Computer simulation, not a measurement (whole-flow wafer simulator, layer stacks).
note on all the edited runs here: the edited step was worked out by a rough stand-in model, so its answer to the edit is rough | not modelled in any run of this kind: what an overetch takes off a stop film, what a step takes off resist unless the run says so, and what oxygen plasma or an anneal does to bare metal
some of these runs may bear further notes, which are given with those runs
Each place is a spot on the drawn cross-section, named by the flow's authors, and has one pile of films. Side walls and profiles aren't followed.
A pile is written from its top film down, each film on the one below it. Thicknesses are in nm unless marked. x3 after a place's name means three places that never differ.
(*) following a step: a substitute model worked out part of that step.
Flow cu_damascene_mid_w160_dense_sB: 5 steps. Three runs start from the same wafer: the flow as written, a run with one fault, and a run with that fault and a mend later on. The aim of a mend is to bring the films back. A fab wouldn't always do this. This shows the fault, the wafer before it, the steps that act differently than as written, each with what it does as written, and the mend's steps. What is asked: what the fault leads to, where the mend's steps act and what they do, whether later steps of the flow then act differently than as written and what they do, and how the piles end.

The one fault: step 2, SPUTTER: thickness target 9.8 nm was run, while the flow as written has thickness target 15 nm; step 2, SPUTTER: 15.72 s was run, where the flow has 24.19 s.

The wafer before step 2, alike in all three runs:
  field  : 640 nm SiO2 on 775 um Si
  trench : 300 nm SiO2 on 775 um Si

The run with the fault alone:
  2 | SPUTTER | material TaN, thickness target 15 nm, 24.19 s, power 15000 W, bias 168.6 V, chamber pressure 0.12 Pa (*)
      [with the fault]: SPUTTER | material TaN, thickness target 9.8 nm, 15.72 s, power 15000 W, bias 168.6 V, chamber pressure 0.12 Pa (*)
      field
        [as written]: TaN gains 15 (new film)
        [with the fault]: TaN gains 9.8 (new film)
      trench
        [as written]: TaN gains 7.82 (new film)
        [with the fault]: TaN gains 5.11 (new film)
  Every later step of the flow that is run acts as written, at every place that is followed, to within 2% or 0.5 nm, whichever is larger.
  At field, trench, the piles at the end differ from the flow's by more than 2% or 0.5 nm, whichever is larger.
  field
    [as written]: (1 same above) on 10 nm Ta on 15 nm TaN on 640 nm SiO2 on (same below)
    [with the fault]: (1 same above) on 10 nm Ta on 9.8 nm TaN on 640 nm SiO2 on (same below)
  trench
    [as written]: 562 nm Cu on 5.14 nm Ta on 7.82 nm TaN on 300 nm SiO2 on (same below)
    [with the fault]: 559.5 nm Cu on 5.21 nm Ta on 5.11 nm TaN on 300 nm SiO2 on (same below)

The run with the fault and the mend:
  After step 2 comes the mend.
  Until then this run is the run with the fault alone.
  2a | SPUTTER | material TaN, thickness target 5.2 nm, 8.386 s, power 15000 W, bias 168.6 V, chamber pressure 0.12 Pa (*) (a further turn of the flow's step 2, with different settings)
      field
        TaN gains 5.2
      trench
        TaN gains 2.64
  Every later step of the flow that is run acts as written, at every place that is followed, to within 2% or 0.5 nm, whichever is larger.
  At the end the piles are close to the flow's at the places that both follow, differing by at most 2% or 0.5 nm, whichever is larger.
